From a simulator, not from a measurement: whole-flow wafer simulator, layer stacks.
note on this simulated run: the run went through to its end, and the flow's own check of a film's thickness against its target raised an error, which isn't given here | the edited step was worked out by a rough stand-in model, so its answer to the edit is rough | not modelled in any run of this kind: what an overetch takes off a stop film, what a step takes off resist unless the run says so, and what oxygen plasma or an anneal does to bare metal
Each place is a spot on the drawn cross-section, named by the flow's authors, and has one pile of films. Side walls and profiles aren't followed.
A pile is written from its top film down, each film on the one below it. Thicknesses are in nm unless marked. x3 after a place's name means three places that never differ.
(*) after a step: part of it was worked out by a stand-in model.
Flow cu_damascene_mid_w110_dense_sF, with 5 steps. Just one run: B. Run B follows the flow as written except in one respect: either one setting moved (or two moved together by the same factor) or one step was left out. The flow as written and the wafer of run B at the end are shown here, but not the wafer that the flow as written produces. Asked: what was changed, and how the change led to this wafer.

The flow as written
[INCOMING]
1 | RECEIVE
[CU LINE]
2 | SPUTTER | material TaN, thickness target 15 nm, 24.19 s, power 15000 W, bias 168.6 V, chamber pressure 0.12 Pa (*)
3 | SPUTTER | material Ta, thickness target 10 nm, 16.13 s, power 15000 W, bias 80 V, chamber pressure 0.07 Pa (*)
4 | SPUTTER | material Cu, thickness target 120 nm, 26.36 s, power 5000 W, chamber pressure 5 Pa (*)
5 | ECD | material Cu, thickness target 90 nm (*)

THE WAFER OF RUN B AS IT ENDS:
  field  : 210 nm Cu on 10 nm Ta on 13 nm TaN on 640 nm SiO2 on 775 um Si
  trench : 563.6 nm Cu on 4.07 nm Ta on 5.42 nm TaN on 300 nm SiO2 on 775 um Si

What caused this: step 2, SPUTTER: power 13050 W was run, though the flow has power 15000 W.

Step by step, how the change led to this:
  2 | SPUTTER | material TaN, thickness target 15 nm, 24.19 s, power 15000 W, bias 168.6 V, chamber pressure 0.12 Pa (*)
      field: +13 TaN (new film) (in the flow as written it would be: +15 TaN (new film))
      trench: +5.42 TaN (new film) (in the flow as written it would be: +6.23 TaN (new film))
